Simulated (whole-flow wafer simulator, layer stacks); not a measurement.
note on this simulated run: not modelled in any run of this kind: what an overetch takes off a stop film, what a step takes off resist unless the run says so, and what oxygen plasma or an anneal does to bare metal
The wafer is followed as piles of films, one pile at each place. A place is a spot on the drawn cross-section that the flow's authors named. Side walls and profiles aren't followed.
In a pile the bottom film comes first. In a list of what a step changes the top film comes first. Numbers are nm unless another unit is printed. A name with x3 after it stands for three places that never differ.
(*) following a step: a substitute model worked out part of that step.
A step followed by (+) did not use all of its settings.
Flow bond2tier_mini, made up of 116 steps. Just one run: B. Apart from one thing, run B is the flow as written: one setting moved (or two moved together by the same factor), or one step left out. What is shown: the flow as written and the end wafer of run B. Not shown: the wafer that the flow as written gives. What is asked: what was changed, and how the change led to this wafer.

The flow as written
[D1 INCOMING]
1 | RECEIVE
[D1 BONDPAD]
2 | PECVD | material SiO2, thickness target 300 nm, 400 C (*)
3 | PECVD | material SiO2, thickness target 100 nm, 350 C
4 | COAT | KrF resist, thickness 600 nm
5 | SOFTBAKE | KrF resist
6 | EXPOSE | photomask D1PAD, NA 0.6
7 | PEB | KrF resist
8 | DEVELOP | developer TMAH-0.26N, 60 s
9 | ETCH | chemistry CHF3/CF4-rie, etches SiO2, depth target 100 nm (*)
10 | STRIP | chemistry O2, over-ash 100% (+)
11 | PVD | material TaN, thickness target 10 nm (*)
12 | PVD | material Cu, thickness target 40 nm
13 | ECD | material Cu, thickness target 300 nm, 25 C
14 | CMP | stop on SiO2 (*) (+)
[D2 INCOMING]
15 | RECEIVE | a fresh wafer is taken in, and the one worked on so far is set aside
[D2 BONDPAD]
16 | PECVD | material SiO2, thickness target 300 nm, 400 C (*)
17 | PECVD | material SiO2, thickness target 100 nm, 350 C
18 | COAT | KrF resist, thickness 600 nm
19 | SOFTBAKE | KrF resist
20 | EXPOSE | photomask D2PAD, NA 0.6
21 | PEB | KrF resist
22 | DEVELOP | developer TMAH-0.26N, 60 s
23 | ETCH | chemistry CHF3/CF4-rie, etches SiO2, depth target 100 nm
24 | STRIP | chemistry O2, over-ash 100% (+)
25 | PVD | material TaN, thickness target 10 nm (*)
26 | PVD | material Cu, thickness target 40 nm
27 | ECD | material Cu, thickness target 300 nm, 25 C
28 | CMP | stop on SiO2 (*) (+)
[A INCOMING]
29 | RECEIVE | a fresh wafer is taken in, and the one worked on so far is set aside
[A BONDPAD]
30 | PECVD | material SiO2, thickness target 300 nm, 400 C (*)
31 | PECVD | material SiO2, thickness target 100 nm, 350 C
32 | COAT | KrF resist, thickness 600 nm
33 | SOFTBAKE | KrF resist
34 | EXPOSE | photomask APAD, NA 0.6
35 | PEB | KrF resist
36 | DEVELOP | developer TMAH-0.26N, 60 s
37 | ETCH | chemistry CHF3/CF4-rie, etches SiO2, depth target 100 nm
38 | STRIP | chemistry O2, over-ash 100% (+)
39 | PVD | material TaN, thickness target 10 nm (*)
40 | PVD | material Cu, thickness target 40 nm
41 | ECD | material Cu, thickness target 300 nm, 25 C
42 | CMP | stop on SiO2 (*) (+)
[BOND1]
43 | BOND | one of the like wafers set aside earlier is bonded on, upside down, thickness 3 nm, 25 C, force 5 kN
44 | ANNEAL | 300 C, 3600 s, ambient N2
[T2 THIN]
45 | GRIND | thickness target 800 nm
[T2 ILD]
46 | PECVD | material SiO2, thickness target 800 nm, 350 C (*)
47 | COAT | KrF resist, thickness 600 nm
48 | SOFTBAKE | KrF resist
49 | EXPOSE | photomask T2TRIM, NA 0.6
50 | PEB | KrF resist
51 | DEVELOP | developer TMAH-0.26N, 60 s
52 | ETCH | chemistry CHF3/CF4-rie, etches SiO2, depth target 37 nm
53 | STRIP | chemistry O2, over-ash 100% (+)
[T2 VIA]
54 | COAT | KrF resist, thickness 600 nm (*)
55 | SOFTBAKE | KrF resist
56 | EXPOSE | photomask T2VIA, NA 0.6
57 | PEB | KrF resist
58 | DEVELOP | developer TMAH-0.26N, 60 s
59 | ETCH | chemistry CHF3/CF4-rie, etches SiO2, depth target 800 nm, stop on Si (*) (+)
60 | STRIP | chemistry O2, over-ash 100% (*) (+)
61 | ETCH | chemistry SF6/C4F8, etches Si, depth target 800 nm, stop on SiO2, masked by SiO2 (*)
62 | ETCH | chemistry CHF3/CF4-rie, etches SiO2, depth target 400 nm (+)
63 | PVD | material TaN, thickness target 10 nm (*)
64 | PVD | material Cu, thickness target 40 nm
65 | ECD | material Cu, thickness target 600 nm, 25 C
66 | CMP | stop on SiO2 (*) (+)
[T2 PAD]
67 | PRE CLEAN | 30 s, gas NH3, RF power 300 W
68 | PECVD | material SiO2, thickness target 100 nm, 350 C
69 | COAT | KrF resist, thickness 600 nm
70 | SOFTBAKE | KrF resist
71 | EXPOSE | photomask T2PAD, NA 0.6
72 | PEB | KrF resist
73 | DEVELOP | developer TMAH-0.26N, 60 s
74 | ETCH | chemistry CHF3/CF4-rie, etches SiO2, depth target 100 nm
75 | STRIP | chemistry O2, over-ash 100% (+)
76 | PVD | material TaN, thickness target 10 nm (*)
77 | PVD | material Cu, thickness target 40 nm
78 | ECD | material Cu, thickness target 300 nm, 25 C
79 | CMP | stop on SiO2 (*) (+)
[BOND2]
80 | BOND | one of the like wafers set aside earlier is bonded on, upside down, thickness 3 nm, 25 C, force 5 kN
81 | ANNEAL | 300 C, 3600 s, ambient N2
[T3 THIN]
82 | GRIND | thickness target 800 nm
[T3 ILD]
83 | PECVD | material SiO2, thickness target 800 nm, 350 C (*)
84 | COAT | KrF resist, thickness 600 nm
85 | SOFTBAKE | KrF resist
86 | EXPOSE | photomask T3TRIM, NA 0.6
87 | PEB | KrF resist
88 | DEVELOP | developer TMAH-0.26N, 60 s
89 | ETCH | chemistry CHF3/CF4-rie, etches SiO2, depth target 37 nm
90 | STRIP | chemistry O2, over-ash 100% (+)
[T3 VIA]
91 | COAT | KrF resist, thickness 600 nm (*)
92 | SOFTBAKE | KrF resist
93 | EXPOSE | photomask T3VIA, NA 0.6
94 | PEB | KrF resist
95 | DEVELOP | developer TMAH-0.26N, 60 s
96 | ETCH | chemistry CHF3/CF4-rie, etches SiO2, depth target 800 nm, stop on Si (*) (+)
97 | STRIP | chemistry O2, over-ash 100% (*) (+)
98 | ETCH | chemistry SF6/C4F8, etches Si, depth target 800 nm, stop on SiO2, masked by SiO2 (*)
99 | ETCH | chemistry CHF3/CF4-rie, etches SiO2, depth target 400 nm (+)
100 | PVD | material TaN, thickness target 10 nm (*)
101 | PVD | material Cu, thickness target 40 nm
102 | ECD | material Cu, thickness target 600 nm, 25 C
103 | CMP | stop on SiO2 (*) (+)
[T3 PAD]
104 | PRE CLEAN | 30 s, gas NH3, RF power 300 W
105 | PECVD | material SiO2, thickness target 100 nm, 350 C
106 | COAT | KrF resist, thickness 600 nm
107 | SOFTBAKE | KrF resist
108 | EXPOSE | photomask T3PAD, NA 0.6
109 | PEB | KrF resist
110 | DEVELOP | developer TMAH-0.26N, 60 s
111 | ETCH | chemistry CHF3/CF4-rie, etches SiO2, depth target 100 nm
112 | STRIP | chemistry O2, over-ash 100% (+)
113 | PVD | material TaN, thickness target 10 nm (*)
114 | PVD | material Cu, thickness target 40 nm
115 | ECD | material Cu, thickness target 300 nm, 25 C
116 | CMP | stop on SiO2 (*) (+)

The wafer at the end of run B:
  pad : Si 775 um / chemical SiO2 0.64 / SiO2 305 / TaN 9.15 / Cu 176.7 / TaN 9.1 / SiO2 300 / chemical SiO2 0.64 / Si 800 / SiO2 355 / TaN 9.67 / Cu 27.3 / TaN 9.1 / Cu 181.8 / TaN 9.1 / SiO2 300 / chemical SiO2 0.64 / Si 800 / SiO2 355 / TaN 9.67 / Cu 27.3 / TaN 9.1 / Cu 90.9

Cause: step 37, ETCH: depth target 95 nm was run, whereas the flow has depth target 100 nm.

The path from the change to this, step by step:
  37 | ETCH | chemistry CHF3/CF4-rie, etches SiO2, depth target 100 nm
      pad, via: SiO2 loses 95 (in the flow as written it would be: SiO2 loses 100)
      field: KrF resist loses 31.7 (in the flow as written it would be: KrF resist loses 33.3)
